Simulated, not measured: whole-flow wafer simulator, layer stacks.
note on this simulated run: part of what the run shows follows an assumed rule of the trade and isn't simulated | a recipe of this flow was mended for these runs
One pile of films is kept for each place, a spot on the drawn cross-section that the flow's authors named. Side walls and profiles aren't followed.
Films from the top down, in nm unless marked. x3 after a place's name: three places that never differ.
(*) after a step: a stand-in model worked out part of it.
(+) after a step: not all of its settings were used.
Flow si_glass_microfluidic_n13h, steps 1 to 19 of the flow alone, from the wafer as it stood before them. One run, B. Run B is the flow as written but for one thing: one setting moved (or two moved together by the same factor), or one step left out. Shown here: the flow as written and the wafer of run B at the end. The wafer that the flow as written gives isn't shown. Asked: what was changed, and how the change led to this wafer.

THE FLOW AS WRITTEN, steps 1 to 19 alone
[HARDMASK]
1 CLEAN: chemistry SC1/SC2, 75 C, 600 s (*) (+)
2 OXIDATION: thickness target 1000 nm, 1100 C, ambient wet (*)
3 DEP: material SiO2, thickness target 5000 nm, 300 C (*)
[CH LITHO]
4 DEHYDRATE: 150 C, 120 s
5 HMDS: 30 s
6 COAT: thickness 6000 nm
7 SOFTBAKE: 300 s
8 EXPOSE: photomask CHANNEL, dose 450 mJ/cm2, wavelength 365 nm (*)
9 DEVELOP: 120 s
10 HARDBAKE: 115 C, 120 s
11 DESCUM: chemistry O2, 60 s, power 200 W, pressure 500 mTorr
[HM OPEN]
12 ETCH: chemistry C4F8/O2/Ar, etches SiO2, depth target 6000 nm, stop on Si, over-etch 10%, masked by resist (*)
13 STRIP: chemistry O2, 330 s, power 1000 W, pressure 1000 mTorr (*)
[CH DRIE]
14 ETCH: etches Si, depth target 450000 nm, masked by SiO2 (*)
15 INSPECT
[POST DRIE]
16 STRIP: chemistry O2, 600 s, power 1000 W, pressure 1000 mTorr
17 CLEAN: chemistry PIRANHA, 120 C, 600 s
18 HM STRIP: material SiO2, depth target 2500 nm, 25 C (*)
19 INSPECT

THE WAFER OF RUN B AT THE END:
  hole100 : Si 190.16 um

The cause: step 3, DEP: thickness target 6275 nm was run, where the flow has thickness target 5000 nm.

How the change led to this, step by step:
  3 DEP: material SiO2, thickness target 5000 nm, 300 C (*)
      land, hole100: SiO2 +6275 (as written it would be: SiO2 +5000)
  12 ETCH: chemistry C4F8/O2/Ar, etches SiO2, depth target 6000 nm, stop on Si, over-etch 10%, masked by resist (*)
      hole100: SiO2 -6600 (as written it would be: SiO2 -6000 (all of it), Si -75)
  13 STRIP: chemistry O2, 330 s, power 1000 W, pressure 1000 mTorr (*)
      hole100: nothing (as written it would be: chemical SiO2 +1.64 (new film), Si -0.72)
  14 ETCH: etches Si, depth target 450000 nm, masked by SiO2 (*)
      hole100: SiO2 -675 (all of it), Si -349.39 um (as written it would be: chemical SiO2 -1.64 (all of it), Si -450.64 um)
  18 HM STRIP: material SiO2, depth target 2500 nm, 25 C (*)
      land: SiO2 -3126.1 (all of it) (as written it would be: SiO2 -1854.4 (all of it))
